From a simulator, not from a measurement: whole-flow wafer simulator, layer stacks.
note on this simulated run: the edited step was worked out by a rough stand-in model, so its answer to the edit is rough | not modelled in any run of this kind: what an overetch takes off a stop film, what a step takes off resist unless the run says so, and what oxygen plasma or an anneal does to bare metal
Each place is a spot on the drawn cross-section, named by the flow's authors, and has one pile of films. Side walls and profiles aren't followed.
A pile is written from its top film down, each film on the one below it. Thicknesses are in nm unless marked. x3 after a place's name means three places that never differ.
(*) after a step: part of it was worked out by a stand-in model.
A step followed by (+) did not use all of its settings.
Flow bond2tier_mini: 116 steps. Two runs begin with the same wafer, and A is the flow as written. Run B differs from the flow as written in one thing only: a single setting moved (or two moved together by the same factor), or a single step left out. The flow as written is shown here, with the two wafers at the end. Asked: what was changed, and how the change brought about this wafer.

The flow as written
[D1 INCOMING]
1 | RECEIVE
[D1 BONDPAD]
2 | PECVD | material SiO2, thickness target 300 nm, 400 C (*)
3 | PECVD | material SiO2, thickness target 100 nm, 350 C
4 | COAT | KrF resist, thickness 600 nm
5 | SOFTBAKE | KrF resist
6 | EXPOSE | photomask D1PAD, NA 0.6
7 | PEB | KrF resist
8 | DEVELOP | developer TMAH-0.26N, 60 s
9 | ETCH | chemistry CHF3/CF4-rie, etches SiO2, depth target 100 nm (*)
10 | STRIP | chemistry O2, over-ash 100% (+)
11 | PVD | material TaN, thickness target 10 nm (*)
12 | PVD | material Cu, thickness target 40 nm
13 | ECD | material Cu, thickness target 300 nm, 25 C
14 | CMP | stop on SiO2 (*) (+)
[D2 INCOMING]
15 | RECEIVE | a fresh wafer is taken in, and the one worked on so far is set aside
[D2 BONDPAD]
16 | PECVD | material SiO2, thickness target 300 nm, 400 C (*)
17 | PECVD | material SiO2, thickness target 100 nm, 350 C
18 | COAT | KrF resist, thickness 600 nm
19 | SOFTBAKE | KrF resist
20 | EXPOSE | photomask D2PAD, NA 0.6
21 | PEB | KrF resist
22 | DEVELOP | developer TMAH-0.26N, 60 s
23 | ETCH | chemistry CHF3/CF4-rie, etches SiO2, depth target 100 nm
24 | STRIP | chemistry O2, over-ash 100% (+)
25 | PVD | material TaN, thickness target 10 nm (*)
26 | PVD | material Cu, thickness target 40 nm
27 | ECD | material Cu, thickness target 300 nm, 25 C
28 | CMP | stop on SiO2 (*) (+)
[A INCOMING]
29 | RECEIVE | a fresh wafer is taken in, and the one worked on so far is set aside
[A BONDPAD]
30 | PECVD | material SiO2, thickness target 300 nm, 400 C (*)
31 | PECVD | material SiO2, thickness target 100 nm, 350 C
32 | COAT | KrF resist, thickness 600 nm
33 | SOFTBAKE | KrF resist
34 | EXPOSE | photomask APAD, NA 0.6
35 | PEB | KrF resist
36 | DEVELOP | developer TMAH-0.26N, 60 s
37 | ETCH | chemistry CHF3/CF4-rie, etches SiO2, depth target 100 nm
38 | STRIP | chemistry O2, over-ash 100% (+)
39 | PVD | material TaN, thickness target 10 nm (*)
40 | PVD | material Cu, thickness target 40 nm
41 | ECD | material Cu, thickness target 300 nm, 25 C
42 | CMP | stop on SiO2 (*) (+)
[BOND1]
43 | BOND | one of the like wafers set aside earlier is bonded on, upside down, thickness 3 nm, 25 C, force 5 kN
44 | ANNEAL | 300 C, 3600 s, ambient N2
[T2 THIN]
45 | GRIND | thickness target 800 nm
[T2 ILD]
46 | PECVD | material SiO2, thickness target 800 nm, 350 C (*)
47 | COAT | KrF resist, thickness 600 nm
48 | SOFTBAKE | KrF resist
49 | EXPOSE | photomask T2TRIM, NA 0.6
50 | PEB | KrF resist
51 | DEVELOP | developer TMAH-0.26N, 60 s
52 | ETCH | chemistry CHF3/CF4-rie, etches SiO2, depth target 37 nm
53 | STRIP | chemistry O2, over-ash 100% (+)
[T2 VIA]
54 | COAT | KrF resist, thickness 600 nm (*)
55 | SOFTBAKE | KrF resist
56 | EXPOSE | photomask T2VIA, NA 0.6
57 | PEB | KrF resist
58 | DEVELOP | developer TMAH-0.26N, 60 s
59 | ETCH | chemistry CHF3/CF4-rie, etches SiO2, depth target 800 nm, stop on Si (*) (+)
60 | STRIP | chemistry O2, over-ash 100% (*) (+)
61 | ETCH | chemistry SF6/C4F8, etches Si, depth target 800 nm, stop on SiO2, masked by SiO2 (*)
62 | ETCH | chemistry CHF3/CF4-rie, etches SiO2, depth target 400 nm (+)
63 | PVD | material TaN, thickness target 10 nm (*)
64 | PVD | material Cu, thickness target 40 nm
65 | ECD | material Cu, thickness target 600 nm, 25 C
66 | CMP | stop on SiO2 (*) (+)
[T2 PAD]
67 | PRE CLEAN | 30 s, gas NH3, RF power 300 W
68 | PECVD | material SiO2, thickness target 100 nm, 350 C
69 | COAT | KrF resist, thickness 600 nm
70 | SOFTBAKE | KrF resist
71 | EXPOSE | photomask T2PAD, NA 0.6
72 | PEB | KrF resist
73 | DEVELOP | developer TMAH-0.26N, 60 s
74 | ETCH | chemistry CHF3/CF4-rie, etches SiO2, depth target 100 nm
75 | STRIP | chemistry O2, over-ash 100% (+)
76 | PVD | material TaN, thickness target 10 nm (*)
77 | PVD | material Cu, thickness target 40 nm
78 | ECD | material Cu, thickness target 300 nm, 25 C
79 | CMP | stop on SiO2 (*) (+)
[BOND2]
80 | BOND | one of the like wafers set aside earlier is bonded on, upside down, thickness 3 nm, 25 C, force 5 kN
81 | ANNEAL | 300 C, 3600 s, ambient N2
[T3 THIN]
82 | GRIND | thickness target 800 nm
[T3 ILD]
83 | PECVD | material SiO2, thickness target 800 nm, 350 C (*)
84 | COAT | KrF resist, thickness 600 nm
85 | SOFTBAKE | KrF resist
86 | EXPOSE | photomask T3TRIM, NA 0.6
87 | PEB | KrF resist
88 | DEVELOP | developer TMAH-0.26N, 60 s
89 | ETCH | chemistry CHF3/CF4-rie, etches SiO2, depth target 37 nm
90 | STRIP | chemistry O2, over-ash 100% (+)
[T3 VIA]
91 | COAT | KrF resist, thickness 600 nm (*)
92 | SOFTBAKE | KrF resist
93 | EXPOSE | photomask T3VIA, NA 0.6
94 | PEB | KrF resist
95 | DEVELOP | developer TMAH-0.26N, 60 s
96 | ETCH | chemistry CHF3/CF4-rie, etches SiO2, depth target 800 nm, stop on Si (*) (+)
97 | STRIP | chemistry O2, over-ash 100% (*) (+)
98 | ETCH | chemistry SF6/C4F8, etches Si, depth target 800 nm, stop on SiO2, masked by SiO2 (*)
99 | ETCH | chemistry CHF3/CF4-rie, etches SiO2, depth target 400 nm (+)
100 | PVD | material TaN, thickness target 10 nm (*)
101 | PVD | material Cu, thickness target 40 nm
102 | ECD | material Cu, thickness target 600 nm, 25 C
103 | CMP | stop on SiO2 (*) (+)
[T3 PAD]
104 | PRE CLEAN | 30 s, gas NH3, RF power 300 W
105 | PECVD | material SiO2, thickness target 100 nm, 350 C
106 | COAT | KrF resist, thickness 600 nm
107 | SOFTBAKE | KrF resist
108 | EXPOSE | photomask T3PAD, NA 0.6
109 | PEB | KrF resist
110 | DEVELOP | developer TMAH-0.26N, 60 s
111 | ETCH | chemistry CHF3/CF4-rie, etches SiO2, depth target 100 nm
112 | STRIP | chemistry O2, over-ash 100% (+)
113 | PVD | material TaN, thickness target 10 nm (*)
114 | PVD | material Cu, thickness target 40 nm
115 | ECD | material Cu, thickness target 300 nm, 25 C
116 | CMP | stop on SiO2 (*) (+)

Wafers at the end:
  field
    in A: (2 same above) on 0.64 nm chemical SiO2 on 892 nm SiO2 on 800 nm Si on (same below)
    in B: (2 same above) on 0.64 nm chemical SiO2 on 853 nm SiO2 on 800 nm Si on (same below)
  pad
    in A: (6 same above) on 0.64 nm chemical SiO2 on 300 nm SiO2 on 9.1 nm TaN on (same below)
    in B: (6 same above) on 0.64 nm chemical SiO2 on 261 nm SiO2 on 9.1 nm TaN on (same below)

The reason: step 16, PECVD: thickness target 261 nm was run, whereas the flow has thickness target 300 nm.
The wafer itself shows it: pad has SiO2 261, and step 16 as written asks for 300 nm.

Step by step, how the change led to this:
  16 | PECVD | material SiO2, thickness target 300 nm, 400 C (*)
      field, pad, via: A +300 SiO2 (new film) | B +261 SiO2 (new film)
  80 | BOND | one of the like wafers set aside earlier is bonded on, upside down, thickness 3 nm, 25 C, force 5 kN
      field: A +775 um Si (new film), +0.64 chemical SiO2 (new film), +400 SiO2 | B +775 um Si (new film), +0.64 chemical SiO2 (new film), +361 SiO2
      pad: A +775 um Si (new film), +0.64 chemical SiO2 (new film), +300 SiO2 (new film), +9.1 TaN (new film), +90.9 Cu | B +775 um Si (new film), +0.64 chemical SiO2 (new film), +261 SiO2 (new film), +9.1 TaN (new film), +90.9 Cu
